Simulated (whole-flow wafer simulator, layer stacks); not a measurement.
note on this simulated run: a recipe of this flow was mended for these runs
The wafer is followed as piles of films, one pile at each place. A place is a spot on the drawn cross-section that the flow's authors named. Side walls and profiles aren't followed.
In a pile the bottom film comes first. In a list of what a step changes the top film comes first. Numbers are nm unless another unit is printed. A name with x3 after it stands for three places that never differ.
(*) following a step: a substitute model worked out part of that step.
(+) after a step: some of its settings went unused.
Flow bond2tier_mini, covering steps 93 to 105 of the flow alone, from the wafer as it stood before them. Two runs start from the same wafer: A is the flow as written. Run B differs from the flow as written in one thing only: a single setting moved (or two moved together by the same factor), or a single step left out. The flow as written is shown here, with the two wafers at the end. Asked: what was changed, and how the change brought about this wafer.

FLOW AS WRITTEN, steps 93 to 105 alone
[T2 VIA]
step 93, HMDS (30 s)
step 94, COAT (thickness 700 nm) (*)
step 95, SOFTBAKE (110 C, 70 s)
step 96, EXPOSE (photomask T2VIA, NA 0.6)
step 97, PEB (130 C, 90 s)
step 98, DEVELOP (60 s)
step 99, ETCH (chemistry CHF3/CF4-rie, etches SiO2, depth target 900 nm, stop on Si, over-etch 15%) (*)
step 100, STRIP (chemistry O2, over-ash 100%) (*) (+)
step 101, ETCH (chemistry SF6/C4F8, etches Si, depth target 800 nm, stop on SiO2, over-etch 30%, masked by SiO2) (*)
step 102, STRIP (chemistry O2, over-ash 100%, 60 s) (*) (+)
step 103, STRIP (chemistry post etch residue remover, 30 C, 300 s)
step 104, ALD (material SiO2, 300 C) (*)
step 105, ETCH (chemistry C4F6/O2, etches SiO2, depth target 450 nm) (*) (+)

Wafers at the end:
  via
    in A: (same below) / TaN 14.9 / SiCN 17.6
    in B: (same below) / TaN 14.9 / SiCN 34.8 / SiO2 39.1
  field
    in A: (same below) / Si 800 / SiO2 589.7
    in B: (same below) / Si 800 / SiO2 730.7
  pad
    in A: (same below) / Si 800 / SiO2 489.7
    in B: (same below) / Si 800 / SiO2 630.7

The reason: step 105, ETCH: depth target 309 nm was run, though the flow has depth target 450 nm.

How this came from the change, step by step:
  step 105, ETCH (chemistry C4F6/O2, etches SiO2, depth target 450 nm) (*) (+)
      via: A -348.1 SiO2 (all of it), -17.2 SiCN | B -309 SiO2
      field, pad: A -450 SiO2 | B -309 SiO2
